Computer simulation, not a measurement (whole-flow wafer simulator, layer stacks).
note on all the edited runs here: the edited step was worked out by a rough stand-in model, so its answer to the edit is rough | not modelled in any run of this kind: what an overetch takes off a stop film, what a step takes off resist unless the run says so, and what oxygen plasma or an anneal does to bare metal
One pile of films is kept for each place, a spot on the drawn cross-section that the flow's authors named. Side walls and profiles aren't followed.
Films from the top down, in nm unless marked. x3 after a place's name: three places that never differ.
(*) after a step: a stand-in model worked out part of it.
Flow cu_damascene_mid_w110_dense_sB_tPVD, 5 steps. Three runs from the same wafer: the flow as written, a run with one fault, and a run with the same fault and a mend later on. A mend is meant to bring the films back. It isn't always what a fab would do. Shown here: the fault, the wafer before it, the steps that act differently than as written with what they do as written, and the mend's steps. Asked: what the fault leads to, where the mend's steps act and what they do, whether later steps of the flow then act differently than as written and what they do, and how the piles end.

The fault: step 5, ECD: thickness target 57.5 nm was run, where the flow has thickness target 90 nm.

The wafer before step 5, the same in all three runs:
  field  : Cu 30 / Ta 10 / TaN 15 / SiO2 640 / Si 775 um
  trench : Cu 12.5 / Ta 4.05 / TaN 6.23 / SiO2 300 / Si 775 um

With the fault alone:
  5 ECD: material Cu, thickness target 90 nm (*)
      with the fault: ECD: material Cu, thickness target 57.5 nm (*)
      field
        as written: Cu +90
        with the fault: Cu +57.5
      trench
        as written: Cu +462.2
        with the fault: Cu +429.7
  No later step of the flow acts differently than as written at any place that is followed.
  At the end the piles differ from the flow's by more than 2% or 0.5 nm, whichever is larger, at field, trench.
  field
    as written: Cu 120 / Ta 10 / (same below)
    with the fault: Cu 87.5 / Ta 10 / (same below)
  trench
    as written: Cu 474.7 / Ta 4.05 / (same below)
    with the fault: Cu 442.2 / Ta 4.05 / (same below)

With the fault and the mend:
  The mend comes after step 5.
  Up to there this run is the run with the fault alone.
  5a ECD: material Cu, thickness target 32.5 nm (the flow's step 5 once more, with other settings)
      field, trench
        Cu +32.5
  No later step of the flow acts differently than as written at any place that is followed.
  At the end the piles are the same as the flow's at every place that both follow.
